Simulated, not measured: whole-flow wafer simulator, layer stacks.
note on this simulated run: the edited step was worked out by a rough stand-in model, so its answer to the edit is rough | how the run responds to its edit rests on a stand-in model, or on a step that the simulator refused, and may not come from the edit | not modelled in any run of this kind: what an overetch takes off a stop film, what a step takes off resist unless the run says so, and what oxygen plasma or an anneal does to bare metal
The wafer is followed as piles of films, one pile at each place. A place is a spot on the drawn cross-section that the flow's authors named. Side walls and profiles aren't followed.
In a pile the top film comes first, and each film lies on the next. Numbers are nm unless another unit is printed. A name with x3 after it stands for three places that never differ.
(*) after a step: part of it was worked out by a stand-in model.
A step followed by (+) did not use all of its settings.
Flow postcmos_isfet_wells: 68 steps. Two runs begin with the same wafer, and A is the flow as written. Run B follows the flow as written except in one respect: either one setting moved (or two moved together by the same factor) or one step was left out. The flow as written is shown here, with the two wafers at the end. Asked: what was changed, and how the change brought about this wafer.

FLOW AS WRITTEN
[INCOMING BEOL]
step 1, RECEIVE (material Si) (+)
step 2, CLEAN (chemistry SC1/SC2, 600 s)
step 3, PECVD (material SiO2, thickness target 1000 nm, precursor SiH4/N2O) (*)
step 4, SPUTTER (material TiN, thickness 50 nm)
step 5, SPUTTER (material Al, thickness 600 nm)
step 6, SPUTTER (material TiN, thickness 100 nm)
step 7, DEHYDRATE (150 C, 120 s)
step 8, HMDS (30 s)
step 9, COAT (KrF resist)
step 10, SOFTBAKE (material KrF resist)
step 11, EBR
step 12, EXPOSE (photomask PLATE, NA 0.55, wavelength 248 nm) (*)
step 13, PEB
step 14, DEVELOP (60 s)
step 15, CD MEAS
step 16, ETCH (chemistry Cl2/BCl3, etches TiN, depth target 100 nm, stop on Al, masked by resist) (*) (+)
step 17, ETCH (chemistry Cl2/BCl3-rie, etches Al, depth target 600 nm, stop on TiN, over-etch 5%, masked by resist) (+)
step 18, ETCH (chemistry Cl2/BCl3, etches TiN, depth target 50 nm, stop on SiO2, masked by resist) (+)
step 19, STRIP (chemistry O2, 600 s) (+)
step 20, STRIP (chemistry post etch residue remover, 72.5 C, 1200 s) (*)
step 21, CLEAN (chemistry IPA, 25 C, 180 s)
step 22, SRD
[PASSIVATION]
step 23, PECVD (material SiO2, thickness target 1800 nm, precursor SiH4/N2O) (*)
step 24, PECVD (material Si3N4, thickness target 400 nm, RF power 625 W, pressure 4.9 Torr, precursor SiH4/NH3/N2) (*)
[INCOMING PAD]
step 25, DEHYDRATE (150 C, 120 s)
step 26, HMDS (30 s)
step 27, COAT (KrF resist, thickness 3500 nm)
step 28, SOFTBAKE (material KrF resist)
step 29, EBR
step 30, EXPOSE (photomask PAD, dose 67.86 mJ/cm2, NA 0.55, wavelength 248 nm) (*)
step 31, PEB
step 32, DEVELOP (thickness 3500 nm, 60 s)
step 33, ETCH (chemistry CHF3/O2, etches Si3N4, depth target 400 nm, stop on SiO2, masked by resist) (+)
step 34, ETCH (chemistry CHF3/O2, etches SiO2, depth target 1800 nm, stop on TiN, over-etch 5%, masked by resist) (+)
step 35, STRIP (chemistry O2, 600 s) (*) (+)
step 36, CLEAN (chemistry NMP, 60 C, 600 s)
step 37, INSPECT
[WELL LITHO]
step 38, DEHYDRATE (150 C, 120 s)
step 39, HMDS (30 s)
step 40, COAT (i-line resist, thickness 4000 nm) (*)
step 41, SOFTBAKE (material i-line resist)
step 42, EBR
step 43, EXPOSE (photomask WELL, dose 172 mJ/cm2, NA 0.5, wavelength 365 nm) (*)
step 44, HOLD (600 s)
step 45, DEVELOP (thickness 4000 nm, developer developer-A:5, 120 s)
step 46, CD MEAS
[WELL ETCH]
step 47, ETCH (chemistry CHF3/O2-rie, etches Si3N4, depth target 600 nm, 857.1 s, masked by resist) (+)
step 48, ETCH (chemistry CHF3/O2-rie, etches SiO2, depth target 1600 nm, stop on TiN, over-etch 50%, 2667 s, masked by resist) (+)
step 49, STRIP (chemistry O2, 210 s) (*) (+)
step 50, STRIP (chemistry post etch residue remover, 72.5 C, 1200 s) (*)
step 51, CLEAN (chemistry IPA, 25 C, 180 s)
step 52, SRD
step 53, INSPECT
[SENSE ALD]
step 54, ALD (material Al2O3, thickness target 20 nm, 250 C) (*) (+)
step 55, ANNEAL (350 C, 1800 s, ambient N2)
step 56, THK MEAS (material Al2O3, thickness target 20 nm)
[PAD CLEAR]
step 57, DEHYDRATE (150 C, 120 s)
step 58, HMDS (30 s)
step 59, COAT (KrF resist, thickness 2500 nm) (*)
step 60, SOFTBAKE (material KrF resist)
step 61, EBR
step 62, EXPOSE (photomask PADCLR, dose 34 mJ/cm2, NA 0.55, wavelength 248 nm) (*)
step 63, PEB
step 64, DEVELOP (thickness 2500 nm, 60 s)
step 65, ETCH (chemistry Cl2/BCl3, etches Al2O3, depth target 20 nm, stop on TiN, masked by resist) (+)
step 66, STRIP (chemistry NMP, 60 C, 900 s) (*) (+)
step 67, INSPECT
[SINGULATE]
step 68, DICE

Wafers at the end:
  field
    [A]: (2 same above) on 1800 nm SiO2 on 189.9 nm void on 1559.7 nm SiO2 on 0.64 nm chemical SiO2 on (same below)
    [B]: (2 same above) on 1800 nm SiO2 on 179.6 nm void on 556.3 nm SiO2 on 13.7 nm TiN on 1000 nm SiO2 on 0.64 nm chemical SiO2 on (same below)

Cause: step 16, ETCH: depth target 79 nm was run, though the flow has depth target 100 nm.

How this came from the change, step by step:
  step 16, ETCH (chemistry Cl2/BCl3, etches TiN, depth target 100 nm, stop on Al, masked by resist) (*) (+)
      field: A TiN loses 100 (all of it) | B TiN loses 79
      margin, well900, well1300 x3, pad_rim, pad_clr, pad_open: A KrF resist loses 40 | B KrF resist loses 31.6
  step 17, ETCH (chemistry Cl2/BCl3-rie, etches Al, depth target 600 nm, stop on TiN, over-etch 5%, masked by resist) (+)
      field: A Al loses 600 (all of it) | B TiN loses 21 (all of it), Al loses 566.4
  step 18, ETCH (chemistry Cl2/BCl3, etches TiN, depth target 50 nm, stop on SiO2, masked by resist) (+)
      field: A TiN loses 50 (all of it) | B Al loses 33.6 (all of it), TiN loses 35.9
  step 23, PECVD (material SiO2, thickness target 1800 nm, precursor SiH4/N2O) (*)
      field: A SiO2 gains 1800 (new film), void gains 189.9 (new film), SiO2 gains 559.7 | B SiO2 gains 1800 (new film), void gains 179.6 (new film), SiO2 gains 556.3 (new film)
Taking metal films that touch as one body, field has 1 body; the flow as written gives 0 bodies.
